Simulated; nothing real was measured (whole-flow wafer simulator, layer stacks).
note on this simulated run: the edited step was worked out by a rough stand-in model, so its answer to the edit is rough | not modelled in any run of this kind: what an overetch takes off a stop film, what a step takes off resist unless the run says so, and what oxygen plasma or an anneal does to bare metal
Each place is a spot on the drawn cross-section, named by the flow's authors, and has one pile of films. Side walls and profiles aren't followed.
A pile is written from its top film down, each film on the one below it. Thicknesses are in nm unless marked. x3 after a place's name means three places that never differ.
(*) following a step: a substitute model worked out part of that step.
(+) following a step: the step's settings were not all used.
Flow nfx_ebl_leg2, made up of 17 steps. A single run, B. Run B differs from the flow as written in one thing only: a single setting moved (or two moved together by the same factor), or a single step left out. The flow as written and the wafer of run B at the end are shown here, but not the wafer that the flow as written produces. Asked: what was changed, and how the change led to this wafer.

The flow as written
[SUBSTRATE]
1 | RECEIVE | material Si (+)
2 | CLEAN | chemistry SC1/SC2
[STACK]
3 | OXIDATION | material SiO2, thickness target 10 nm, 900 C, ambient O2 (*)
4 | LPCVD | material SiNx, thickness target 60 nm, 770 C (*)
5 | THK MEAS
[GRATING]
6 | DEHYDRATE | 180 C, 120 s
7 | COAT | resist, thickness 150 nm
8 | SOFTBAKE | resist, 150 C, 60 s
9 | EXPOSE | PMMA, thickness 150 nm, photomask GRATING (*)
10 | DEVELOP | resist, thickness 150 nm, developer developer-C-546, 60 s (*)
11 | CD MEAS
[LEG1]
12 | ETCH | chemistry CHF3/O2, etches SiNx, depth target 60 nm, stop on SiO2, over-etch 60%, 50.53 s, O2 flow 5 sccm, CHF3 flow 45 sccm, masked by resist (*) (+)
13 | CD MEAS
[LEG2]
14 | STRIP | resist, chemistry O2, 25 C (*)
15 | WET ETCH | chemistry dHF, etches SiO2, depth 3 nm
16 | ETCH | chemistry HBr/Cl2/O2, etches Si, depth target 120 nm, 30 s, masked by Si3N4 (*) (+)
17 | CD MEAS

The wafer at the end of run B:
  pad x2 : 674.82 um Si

The reason: step 16, ETCH: depth target 171 nm was run, though the flow has depth target 120 nm.

How this came from the change, step by step:
  16 | ETCH | chemistry HBr/Cl2/O2, etches Si, depth target 120 nm, 30 s, masked by Si3N4 (*) (+)
      pad x2: Si loses 171 (in the flow as written it would be: Si loses 120)
